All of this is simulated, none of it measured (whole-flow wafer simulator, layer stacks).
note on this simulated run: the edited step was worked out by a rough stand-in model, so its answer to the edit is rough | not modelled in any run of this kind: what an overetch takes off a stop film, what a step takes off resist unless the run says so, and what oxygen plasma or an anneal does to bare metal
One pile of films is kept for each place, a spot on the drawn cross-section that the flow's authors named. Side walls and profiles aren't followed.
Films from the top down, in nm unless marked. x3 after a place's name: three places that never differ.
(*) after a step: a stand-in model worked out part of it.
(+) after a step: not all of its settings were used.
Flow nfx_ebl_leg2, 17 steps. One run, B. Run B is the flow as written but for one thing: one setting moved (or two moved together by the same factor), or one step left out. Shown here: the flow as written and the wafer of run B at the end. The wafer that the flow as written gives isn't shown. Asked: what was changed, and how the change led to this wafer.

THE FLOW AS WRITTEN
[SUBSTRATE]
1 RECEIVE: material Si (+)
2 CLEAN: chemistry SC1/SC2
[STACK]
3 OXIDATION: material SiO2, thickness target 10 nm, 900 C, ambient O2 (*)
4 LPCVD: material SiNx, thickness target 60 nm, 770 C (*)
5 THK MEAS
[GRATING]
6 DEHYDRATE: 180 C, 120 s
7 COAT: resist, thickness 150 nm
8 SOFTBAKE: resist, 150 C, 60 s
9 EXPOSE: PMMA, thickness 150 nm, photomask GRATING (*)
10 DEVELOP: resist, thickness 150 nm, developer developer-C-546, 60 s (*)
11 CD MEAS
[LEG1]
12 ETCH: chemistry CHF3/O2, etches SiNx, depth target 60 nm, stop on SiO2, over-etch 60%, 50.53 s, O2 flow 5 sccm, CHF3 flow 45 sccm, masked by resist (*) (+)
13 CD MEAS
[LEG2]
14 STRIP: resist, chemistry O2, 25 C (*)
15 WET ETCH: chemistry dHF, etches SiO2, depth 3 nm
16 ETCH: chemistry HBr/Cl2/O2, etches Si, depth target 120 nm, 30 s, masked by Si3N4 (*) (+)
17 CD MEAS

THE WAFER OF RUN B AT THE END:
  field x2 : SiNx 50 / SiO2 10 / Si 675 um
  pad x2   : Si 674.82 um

The cause: step 16, ETCH: depth target 177 nm was run, where the flow has depth target 120 nm; step 16, ETCH: 44.2 s was run, where the flow has 30 s.

How the change led to this, step by step:
  16 ETCH: chemistry HBr/Cl2/O2, etches Si, depth target 120 nm, 30 s, masked by Si3N4 (*) (+)
      field x2: SiNx -10 (as written it would be: SiNx -6.82)
      pad x2: Si -177 (as written it would be: Si -120)
